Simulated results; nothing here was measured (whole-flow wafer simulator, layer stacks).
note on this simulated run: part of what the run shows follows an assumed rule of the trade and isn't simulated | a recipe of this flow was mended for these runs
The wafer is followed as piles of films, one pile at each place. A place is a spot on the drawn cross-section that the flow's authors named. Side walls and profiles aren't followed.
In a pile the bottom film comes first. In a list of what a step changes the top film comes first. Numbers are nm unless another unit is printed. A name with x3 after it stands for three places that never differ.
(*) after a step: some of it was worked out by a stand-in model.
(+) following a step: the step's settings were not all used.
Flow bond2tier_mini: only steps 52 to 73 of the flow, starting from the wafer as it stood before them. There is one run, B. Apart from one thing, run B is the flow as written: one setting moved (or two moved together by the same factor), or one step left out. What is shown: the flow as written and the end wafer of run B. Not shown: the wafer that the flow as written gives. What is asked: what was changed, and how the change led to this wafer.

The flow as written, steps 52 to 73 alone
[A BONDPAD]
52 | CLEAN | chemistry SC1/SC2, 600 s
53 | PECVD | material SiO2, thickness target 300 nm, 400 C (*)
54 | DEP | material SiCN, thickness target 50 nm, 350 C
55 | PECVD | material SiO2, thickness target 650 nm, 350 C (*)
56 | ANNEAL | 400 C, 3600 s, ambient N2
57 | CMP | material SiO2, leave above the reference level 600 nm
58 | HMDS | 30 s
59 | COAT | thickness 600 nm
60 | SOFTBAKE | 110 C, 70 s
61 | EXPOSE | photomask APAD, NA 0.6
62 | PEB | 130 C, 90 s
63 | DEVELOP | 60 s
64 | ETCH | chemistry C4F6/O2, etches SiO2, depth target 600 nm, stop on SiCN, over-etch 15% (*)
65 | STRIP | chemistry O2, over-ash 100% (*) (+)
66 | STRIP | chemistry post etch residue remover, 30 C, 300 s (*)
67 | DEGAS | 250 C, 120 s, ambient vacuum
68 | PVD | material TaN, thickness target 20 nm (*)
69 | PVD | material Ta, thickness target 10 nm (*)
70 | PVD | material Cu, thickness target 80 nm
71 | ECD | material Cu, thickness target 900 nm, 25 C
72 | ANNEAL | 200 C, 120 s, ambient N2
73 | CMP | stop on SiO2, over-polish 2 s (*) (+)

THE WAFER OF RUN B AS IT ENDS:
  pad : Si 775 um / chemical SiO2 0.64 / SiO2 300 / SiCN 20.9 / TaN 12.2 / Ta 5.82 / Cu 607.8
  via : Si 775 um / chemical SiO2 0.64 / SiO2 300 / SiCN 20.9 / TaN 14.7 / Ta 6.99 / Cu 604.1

Cause: step 64, ETCH: depth target 672 nm was run, while the flow as written has depth target 600 nm.

How this came from the change, step by step:
  64 | ETCH | chemistry C4F6/O2, etches SiO2, depth target 600 nm, stop on SiCN, over-etch 15% (*)
      pad, via: -600 SiO2 (all of it), -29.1 SiCN (in the flow as written it would be: -600 SiO2 (all of it), -15.2 SiCN)
      field: -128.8 thick-KrF-resist (in the flow as written it would be: -115 thick-KrF-resist)
  65 | STRIP | chemistry O2, over-ash 100% (*) (+)
      field: -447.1 thick-KrF-resist (all of it) (in the flow as written it would be: -460.9 thick-KrF-resist (all of it))
